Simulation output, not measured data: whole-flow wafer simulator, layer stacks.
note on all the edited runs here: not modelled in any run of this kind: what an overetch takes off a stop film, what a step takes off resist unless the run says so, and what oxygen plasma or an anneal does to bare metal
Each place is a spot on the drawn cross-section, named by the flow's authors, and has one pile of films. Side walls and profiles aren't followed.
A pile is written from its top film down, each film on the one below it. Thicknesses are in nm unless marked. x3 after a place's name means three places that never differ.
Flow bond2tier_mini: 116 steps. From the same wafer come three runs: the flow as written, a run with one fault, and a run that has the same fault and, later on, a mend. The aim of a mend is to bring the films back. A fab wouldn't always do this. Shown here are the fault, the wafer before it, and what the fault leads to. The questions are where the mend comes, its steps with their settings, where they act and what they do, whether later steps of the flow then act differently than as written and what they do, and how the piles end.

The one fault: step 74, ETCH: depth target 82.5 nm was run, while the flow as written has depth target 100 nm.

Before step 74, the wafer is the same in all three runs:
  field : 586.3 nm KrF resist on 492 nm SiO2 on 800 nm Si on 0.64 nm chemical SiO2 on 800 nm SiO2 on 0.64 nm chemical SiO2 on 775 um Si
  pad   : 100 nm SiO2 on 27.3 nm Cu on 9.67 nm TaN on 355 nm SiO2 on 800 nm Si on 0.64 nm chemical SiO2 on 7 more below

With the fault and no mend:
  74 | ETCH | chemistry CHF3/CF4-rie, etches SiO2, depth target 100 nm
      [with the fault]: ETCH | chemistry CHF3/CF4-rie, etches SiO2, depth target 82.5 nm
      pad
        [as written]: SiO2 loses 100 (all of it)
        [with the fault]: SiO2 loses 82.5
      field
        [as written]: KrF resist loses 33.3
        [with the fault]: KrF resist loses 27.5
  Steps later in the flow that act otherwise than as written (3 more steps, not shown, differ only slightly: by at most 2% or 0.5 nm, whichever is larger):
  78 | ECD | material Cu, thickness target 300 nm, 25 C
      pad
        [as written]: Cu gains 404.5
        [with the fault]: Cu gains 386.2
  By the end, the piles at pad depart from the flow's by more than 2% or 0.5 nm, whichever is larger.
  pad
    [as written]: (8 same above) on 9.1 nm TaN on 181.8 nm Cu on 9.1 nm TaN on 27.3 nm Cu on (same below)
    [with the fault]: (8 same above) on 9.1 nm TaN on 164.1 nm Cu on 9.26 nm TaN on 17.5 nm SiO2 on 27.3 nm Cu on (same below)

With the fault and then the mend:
  The mend follows step 74.
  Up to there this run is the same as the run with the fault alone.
  74a | ETCH | chemistry CHF3/CF4-rie, etches SiO2, depth target 17.5 nm (a further turn of the flow's step 74, with different settings)
      field
        KrF resist loses 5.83
      pad
        SiO2 loses 17.5 (all of it)
  Later steps of the flow that are run all act as written at every place that is followed.
  At every place that both follow, the piles at the end match the flow's.
